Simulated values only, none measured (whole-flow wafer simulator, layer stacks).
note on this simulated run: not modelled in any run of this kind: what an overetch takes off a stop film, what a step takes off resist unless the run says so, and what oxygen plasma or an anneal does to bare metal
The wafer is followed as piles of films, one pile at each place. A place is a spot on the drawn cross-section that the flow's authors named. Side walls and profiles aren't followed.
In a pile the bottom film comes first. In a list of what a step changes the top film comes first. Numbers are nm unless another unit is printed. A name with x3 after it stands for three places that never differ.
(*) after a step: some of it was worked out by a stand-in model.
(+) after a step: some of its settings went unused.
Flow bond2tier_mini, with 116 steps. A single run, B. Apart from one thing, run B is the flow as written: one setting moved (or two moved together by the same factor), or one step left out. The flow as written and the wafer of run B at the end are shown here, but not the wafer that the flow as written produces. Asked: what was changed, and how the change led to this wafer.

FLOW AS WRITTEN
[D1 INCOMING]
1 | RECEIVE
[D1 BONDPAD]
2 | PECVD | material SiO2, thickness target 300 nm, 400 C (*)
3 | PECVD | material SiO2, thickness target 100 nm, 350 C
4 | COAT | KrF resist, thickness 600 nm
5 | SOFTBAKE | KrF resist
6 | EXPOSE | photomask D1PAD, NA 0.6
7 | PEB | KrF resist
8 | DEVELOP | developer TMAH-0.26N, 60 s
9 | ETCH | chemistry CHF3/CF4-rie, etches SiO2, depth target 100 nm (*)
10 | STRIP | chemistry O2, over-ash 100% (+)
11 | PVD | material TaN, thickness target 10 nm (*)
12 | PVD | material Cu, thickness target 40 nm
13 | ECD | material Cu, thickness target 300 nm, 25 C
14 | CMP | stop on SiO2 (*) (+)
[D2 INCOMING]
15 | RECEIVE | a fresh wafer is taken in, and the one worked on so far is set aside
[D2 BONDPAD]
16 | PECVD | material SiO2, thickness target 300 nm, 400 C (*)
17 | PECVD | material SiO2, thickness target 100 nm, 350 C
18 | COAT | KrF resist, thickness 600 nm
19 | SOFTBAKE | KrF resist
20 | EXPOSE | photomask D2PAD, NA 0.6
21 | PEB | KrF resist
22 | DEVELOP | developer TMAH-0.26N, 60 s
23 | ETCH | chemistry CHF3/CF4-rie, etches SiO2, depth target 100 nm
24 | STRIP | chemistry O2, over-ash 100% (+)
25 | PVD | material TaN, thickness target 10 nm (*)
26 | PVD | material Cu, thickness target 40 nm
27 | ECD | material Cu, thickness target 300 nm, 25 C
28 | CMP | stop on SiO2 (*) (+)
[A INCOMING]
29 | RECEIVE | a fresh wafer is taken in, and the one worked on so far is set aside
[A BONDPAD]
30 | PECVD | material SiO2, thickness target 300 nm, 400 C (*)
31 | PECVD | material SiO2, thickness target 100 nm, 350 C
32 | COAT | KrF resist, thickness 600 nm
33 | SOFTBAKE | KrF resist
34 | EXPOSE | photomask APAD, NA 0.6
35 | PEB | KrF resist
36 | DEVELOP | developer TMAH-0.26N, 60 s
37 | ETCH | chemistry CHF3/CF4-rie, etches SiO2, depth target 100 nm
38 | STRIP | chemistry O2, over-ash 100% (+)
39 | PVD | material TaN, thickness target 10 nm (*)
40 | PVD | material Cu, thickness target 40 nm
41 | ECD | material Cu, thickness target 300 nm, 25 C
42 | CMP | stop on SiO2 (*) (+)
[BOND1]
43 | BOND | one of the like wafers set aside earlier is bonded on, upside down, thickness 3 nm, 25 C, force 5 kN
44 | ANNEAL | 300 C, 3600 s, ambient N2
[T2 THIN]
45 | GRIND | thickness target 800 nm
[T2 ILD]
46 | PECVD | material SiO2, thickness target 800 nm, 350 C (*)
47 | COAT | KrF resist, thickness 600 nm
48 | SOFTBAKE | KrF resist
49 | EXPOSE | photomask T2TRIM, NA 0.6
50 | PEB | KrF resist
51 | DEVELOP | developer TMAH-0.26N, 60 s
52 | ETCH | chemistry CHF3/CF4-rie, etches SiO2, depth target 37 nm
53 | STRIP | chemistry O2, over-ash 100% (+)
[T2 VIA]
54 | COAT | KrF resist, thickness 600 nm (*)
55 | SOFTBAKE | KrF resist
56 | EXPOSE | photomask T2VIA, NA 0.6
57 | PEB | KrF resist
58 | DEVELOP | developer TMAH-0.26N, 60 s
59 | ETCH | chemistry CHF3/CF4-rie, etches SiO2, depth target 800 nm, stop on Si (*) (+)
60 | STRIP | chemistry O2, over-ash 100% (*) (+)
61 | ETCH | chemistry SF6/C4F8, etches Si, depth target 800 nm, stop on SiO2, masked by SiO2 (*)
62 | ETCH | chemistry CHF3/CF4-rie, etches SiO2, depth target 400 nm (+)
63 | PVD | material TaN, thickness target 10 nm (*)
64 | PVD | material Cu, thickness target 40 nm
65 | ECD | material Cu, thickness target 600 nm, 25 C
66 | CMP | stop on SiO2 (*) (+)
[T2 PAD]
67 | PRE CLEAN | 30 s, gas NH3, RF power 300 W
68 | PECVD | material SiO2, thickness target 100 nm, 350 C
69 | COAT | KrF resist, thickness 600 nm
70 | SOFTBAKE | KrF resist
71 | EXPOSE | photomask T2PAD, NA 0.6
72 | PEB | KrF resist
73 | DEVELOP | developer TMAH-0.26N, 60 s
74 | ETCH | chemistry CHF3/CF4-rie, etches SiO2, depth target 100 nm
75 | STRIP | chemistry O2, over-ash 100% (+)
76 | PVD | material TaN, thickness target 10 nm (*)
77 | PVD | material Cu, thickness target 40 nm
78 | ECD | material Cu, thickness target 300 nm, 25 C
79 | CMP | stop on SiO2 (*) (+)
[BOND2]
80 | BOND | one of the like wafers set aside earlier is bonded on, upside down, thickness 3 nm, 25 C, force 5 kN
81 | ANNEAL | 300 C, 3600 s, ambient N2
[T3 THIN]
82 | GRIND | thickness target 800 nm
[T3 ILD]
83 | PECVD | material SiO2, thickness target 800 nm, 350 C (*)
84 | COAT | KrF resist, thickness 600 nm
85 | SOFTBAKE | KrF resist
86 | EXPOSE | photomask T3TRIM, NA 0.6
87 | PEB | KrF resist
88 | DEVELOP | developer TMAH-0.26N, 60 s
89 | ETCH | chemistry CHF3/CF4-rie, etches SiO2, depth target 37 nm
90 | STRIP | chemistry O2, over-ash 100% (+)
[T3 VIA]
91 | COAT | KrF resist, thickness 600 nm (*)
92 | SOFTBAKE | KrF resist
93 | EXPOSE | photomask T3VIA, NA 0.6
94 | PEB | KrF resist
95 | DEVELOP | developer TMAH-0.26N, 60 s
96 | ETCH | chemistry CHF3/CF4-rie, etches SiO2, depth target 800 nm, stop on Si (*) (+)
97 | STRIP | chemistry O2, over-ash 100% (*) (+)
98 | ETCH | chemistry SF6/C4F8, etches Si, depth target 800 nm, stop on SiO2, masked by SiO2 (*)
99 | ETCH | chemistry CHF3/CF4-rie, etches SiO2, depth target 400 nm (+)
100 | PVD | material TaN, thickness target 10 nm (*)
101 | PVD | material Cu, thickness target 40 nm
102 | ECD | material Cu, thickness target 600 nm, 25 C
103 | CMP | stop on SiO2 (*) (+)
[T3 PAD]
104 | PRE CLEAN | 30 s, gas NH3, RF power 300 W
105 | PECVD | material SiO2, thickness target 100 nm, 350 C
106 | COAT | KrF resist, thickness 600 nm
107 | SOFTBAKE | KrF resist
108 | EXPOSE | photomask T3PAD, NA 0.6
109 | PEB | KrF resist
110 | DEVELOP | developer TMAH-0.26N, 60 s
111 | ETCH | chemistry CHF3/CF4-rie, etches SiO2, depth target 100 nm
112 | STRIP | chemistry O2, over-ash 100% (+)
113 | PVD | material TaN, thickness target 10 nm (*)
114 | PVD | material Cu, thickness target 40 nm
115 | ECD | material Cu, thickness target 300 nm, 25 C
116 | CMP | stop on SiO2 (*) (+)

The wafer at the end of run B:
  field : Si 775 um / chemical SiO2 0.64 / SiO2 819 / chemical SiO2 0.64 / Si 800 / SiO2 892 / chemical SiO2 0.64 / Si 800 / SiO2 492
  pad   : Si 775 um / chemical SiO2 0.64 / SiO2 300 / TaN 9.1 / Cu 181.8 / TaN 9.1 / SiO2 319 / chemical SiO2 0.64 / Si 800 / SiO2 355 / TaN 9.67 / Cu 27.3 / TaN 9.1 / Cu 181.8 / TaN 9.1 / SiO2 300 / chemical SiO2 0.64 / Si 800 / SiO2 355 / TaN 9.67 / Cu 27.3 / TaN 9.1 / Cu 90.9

Cause: step 3, PECVD: thickness target 119 nm was run, whereas the flow has thickness target 100 nm.

The path from the change to this, step by step:
  3 | PECVD | material SiO2, thickness target 100 nm, 350 C
      field, pad, via: +119 SiO2 (in the flow as written it would be: +100 SiO2)
  43 | BOND | one of the like wafers set aside earlier is bonded on, upside down, thickness 3 nm, 25 C, force 5 kN
      field: +775 um Si (new film), +0.64 chemical SiO2 (new film), +419 SiO2 (in the flow as written it would be: +775 um Si (new film), +0.64 chemical SiO2 (new film), +400 SiO2)
      pad: +775 um Si (new film), +0.64 chemical SiO2 (new film), +319 SiO2 (new film), +9.1 TaN (new film), +90.9 Cu (in the flow as written it would be: +775 um Si (new film), +0.64 chemical SiO2 (new film), +300 SiO2 (new film), +9.1 TaN (new film), +90.9 Cu)
      (as well as at 1 more place)
